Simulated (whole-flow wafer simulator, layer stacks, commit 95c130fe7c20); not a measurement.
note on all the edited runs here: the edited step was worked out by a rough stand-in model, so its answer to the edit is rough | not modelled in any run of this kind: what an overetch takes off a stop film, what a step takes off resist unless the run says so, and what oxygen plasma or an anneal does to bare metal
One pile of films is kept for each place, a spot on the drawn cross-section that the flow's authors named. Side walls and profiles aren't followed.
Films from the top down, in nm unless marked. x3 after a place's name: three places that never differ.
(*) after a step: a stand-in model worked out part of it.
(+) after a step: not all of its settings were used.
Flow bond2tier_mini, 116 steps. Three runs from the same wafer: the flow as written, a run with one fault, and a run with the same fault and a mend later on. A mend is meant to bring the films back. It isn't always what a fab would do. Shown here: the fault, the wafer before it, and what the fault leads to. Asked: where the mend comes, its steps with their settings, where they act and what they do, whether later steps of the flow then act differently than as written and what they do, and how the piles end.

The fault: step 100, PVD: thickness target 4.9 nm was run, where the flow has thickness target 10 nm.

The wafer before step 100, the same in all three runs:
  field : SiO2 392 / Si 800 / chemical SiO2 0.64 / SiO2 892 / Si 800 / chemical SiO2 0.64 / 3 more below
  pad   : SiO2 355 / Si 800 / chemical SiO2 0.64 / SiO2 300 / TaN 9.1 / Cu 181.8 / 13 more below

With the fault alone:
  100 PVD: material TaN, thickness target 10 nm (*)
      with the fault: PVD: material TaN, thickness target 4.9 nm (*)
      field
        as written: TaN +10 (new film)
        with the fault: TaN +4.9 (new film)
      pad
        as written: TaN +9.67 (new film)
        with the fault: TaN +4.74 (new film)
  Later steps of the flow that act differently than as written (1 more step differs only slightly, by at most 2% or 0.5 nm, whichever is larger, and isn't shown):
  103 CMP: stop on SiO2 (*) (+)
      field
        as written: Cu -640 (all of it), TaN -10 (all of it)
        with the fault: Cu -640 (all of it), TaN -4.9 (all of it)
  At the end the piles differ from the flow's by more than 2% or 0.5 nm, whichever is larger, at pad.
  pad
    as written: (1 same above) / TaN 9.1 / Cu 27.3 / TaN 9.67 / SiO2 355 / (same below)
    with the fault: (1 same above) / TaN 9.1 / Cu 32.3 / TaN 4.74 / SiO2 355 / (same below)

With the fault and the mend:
  The mend comes after step 100.
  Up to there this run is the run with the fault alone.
  100a PVD: material TaN, thickness target 5.1 nm (*) (the flow's step 100 once more, with other settings)
      field
        TaN +5.1
      pad
        TaN +4.93
  No later step of the flow acts differently than as written at any place that is followed.
  At the end the piles differ from the flow's only slightly at the places that both follow, by at most 2% or 0.5 nm, whichever is larger.
